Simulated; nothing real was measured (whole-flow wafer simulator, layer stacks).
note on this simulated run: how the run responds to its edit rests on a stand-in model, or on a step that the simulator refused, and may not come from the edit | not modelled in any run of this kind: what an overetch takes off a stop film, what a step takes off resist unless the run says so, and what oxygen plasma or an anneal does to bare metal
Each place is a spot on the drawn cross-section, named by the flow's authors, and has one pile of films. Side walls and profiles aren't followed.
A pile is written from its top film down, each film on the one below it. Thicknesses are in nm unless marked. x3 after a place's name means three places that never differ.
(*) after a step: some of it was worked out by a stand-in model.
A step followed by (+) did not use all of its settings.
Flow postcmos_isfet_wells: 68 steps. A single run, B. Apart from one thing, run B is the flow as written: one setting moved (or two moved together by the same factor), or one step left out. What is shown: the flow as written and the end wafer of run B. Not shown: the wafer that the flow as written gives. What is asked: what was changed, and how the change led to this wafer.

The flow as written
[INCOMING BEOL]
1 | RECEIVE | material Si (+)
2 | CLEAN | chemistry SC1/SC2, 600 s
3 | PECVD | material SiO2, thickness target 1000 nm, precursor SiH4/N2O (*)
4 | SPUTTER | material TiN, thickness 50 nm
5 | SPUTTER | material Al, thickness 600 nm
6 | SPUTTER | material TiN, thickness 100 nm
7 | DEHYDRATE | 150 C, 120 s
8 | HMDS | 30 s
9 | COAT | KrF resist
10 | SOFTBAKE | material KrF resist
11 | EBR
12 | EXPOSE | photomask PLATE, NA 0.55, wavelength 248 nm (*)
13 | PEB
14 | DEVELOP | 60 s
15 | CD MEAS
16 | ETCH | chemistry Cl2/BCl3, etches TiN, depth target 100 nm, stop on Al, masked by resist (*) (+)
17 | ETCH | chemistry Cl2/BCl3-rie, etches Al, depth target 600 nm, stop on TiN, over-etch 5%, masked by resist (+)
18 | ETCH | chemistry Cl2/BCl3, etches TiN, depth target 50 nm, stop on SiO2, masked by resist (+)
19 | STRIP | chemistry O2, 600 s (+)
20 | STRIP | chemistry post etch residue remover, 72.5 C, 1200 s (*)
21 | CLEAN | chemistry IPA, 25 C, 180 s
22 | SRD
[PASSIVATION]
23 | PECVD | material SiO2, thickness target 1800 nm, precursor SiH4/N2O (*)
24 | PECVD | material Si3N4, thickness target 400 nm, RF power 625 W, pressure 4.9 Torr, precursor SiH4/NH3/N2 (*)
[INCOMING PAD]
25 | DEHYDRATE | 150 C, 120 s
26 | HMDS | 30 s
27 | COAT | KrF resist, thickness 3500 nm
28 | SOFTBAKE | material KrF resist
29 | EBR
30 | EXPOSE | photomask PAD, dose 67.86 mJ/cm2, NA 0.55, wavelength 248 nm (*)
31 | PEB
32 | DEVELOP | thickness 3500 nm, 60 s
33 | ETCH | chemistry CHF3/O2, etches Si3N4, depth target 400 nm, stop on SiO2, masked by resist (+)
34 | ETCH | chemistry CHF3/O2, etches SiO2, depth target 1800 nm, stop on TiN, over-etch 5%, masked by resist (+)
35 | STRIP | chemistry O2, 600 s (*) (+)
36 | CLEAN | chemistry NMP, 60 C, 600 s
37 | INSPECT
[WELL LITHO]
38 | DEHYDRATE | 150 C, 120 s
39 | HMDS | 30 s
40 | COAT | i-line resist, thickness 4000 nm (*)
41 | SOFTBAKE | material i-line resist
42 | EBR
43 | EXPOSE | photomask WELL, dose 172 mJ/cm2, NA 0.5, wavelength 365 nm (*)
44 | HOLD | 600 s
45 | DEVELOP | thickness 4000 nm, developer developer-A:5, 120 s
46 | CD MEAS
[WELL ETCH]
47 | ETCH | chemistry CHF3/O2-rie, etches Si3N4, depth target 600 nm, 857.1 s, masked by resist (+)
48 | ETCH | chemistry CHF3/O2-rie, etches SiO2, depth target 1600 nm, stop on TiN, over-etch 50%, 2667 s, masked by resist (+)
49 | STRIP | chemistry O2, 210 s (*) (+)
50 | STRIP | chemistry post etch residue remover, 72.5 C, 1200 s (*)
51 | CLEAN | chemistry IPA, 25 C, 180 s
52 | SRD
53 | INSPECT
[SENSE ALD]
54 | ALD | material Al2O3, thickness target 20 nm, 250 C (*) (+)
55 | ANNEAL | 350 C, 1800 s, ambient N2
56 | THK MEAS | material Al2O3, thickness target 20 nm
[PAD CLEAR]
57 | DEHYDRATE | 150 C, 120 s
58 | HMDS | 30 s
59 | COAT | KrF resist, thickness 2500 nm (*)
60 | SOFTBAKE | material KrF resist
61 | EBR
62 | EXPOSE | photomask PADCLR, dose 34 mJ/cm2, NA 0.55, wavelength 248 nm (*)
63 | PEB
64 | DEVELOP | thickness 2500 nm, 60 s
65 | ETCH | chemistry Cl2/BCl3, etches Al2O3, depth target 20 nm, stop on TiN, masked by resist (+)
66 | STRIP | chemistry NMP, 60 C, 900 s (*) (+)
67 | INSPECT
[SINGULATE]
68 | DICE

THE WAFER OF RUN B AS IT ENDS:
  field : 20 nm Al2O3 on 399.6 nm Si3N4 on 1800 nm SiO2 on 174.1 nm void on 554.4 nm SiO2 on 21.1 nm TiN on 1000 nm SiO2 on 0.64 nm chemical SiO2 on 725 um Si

The reason: step 18, ETCH: depth target 28.5 nm was run, while the flow as written has depth target 50 nm.

How this came from the change, step by step:
  18 | ETCH | chemistry Cl2/BCl3, etches TiN, depth target 50 nm, stop on SiO2, masked by resist (+)
      field: -28.5 TiN (it would be, as written: -50 TiN (all of it))
      margin, well900, well1300 x3, pad_rim, pad_clr, pad_open: -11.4 KrF resist (it would be, as written: -20 KrF resist)
  23 | PECVD | material SiO2, thickness target 1800 nm, precursor SiH4/N2O (*)
      field: +1800 SiO2 (new film), +174.1 void (new film), +554.4 SiO2 (new film) (it would be, as written: +1800 SiO2 (new film), +189.9 void (new film), +559.7 SiO2)
If metal films that touch count as one body, field has 1 body; the flow as written gives 0 bodies.
